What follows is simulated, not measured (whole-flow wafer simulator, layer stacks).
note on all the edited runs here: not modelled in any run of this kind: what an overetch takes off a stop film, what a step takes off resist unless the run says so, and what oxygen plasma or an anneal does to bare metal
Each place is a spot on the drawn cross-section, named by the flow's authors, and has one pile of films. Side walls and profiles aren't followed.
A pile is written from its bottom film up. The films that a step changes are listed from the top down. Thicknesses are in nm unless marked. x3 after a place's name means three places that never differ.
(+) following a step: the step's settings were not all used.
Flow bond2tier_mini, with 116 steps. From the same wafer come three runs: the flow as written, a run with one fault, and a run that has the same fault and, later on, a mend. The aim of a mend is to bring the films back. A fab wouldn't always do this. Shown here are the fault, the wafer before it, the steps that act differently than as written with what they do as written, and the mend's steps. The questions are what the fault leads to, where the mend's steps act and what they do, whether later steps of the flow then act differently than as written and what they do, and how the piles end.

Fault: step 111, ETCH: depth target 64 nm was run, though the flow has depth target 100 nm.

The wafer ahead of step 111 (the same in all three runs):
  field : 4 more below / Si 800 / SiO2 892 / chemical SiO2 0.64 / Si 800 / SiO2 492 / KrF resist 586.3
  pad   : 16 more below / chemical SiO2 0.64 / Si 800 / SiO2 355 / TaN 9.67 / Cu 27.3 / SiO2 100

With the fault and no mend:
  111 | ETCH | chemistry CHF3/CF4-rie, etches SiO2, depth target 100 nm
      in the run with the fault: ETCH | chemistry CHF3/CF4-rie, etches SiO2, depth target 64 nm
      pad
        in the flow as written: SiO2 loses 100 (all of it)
        in the run with the fault: SiO2 loses 64
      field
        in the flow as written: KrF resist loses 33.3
        in the run with the fault: KrF resist loses 21.3
  Later steps of the flow acting differently than as written (1 more step, not shown, differs only slightly: by at most 2% or 0.5 nm, whichever is larger):
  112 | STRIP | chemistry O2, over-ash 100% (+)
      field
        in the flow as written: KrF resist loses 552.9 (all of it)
        in the run with the fault: KrF resist loses 564.9 (all of it)
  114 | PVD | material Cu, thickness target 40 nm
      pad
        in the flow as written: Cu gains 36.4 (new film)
        in the run with the fault: Cu gains 37.7 (new film)
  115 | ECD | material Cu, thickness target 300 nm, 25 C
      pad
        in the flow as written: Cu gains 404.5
        in the run with the fault: Cu gains 366.9
  By the end, the piles at pad depart from the flow's by more than 2% or 0.5 nm, whichever is larger.
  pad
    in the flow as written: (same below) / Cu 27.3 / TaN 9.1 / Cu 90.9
    in the run with the fault: (same below) / Cu 27.3 / SiO2 36 / TaN 9.42 / Cu 54.6

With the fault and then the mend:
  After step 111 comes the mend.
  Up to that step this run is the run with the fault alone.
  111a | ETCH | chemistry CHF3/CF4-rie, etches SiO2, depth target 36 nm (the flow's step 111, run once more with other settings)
      field
        KrF resist loses 12
      pad
        SiO2 loses 36 (all of it)
  Every later step of the flow that is run acts as written at every place that is followed.
  The piles end the same as the flow's at every place that both follow.
